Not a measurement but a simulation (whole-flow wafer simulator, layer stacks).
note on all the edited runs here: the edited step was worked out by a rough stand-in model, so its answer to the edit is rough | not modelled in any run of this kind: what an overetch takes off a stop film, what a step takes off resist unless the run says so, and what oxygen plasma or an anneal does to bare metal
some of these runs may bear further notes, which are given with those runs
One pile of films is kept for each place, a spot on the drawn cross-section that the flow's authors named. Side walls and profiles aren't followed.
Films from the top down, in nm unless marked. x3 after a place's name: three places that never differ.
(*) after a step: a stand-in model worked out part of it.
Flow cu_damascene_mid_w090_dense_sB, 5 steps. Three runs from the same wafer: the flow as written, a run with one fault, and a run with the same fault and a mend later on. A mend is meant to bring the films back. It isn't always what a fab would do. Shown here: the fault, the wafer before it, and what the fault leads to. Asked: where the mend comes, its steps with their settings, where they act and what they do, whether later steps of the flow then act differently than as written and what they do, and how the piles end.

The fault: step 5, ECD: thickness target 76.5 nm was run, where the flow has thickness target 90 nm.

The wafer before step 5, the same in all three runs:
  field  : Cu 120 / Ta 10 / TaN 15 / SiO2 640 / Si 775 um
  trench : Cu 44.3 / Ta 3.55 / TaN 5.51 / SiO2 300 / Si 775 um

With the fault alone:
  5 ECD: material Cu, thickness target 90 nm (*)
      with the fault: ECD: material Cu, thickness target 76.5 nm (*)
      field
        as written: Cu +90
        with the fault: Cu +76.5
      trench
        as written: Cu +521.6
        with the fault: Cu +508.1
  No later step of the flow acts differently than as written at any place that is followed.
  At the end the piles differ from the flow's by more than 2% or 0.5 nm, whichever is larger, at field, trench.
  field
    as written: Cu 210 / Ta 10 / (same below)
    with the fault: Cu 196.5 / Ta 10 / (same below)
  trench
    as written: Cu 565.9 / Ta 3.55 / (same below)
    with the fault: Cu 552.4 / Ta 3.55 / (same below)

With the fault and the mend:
  The mend comes after step 5.
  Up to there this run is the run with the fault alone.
  5a ECD: material Cu, thickness target 13.5 nm (the flow's step 5 once more, with other settings)
      field, trench
        Cu +13.5
  No later step of the flow acts differently than as written at any place that is followed.
  At the end the piles are the same as the flow's at every place that both follow.
